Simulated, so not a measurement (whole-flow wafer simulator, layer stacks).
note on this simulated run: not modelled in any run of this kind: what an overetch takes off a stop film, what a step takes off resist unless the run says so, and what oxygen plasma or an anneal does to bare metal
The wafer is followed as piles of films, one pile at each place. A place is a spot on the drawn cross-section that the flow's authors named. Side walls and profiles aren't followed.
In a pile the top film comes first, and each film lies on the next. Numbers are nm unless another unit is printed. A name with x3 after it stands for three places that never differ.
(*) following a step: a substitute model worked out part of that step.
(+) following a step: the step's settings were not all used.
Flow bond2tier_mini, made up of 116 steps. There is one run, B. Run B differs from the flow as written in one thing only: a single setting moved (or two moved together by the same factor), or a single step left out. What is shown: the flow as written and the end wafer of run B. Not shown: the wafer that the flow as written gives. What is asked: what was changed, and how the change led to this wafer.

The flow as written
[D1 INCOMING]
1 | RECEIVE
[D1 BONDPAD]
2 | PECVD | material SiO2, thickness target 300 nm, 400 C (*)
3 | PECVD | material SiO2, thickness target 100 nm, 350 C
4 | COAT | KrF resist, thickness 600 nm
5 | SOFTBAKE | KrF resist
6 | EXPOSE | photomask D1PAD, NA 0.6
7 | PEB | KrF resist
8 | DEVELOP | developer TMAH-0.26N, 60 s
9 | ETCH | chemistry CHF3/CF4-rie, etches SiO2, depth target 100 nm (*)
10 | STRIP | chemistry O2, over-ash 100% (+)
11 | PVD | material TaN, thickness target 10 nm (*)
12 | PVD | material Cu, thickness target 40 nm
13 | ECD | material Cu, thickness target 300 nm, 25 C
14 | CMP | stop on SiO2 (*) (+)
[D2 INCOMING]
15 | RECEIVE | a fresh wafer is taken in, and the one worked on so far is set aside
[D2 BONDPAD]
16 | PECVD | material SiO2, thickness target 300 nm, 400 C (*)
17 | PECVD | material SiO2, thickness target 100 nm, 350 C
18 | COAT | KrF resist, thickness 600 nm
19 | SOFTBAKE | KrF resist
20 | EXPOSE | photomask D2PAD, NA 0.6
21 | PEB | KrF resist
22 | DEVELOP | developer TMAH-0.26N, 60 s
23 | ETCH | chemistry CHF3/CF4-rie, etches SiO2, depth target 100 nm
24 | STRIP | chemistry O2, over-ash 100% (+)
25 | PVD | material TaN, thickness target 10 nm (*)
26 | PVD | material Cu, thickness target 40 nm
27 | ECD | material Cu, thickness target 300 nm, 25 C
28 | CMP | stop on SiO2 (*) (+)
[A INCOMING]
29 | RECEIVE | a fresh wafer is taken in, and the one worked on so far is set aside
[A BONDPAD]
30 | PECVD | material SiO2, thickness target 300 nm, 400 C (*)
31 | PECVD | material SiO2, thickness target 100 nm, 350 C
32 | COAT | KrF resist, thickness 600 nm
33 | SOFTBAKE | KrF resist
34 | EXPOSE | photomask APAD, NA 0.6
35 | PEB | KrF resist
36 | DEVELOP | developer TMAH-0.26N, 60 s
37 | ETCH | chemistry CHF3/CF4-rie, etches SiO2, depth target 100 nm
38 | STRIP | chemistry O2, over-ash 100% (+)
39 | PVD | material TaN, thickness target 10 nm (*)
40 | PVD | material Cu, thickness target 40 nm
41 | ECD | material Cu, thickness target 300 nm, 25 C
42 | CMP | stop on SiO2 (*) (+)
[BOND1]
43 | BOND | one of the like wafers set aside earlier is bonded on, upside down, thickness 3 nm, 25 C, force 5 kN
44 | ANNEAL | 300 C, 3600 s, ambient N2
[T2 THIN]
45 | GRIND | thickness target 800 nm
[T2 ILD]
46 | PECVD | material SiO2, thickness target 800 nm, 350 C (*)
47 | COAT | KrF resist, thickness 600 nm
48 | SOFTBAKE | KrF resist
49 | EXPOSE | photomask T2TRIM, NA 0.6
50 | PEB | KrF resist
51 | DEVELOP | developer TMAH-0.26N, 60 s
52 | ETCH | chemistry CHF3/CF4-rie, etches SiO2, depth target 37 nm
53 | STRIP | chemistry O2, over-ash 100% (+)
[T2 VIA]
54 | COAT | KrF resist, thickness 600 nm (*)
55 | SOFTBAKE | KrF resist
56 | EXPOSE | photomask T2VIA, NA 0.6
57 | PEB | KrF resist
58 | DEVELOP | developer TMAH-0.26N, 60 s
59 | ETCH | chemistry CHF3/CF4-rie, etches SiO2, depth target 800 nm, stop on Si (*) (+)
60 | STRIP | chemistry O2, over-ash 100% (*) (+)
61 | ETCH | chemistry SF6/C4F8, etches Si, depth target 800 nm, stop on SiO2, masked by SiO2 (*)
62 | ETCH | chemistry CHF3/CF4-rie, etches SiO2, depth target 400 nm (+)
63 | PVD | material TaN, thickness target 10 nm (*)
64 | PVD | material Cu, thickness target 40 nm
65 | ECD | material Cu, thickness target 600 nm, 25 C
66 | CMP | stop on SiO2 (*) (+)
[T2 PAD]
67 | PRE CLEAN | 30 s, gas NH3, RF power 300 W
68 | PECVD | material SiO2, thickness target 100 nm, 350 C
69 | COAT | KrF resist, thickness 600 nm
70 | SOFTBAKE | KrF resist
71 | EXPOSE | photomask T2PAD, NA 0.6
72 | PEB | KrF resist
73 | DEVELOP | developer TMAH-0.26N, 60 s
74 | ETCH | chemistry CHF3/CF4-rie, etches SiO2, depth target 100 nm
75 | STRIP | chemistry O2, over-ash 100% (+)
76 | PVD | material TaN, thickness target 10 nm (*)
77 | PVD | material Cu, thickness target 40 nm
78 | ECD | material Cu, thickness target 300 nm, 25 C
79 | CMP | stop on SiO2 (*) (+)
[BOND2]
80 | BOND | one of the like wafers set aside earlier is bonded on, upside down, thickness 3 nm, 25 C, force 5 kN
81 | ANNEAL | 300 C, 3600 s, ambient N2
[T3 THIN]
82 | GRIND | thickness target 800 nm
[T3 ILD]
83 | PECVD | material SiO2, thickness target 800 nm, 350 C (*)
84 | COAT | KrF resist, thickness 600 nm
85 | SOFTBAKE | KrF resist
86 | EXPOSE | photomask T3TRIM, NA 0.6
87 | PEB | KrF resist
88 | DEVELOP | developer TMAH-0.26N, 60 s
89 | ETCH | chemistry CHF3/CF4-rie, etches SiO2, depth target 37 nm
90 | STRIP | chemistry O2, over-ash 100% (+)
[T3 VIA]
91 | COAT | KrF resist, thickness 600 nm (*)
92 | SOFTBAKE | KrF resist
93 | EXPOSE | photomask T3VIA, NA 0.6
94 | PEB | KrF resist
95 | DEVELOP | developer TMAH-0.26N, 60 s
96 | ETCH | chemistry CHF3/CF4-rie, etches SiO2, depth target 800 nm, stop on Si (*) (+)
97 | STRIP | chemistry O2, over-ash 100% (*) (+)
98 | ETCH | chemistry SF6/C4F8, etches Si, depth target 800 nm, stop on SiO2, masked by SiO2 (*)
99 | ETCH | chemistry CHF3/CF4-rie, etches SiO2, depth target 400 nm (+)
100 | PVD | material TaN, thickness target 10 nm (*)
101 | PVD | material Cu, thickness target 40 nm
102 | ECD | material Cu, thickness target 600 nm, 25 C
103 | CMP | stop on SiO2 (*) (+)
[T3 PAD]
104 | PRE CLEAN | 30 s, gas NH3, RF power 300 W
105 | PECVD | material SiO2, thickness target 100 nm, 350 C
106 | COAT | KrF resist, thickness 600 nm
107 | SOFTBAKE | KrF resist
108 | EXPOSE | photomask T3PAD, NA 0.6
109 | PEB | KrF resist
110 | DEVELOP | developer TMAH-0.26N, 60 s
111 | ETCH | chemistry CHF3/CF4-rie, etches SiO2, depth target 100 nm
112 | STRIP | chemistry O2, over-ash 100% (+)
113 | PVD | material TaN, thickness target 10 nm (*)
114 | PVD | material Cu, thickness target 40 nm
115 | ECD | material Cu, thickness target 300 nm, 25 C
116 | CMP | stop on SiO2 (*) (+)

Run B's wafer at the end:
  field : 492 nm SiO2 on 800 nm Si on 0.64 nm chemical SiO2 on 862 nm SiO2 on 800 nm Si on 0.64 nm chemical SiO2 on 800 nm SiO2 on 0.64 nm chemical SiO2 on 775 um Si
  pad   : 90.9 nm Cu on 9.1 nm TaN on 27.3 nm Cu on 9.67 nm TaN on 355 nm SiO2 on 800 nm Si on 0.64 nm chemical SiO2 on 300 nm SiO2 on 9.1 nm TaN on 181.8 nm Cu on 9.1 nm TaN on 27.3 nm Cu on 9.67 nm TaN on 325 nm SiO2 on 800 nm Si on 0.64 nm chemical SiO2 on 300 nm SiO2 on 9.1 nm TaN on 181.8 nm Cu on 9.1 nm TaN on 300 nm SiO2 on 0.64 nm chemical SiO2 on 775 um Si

Cause: step 62, ETCH: depth target 430 nm was run, while the flow as written has depth target 400 nm.

Step by step, how the change led to this:
  62 | ETCH | chemistry CHF3/CF4-rie, etches SiO2, depth target 400 nm (+)
      field, pad: SiO2 loses 430 (as written it would have been: SiO2 loses 400)
